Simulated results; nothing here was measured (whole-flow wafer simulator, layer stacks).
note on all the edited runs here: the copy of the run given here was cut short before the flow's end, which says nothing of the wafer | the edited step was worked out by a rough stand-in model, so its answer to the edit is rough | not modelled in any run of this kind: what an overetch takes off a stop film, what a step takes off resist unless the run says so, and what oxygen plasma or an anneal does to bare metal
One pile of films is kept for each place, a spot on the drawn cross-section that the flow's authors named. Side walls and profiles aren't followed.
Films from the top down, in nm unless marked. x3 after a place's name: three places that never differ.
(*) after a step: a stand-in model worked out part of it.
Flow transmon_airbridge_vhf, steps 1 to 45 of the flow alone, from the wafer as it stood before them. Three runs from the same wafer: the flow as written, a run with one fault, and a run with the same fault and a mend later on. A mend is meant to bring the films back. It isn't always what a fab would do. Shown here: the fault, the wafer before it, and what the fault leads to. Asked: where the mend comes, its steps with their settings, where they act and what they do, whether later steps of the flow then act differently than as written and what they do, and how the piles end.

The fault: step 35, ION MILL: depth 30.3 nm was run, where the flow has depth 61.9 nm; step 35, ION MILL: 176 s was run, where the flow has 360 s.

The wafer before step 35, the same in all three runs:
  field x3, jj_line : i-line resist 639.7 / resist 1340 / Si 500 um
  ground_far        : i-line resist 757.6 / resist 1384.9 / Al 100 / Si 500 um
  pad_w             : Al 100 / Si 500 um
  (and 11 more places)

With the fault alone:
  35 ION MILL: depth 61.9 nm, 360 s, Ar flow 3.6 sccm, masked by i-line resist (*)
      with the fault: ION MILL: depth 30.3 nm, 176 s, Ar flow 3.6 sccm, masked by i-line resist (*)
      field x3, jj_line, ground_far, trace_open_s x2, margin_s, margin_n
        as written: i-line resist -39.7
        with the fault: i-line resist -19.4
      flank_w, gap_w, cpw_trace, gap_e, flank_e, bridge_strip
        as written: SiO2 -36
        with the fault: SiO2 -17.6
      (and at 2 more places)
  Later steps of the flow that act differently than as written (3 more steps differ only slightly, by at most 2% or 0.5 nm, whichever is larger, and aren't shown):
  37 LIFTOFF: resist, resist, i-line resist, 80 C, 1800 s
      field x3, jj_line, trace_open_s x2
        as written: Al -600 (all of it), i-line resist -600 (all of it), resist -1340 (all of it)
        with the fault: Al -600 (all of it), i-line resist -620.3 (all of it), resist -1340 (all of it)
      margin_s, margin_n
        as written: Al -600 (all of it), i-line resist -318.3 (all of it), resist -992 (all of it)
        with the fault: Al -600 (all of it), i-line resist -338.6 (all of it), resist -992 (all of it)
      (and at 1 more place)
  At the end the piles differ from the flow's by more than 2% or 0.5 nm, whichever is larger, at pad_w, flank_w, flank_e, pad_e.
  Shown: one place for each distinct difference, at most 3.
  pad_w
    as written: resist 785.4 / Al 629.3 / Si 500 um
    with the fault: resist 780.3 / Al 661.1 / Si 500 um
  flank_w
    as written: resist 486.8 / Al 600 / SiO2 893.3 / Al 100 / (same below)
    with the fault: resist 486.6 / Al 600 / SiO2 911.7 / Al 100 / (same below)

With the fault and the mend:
  The mend comes after step 35.
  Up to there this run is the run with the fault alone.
  35a ION MILL: depth 31.6 nm, 183.8 s, Ar flow 3.6 sccm, masked by i-line resist (*) (the flow's step 35 once more, with other settings)
      field x3, jj_line, ground_far, trace_open_s x2, margin_s, margin_n
        i-line resist -20.3
      flank_w, gap_w, cpw_trace, gap_e, flank_e, bridge_strip
        SiO2 -18.4
      pad_w, pad_e
        Al -31.6
  No later step of the flow acts differently than as written at any place that is followed.
  At the end the piles differ from the flow's only slightly at the places that both follow, by at most 2% or 0.5 nm, whichever is larger.
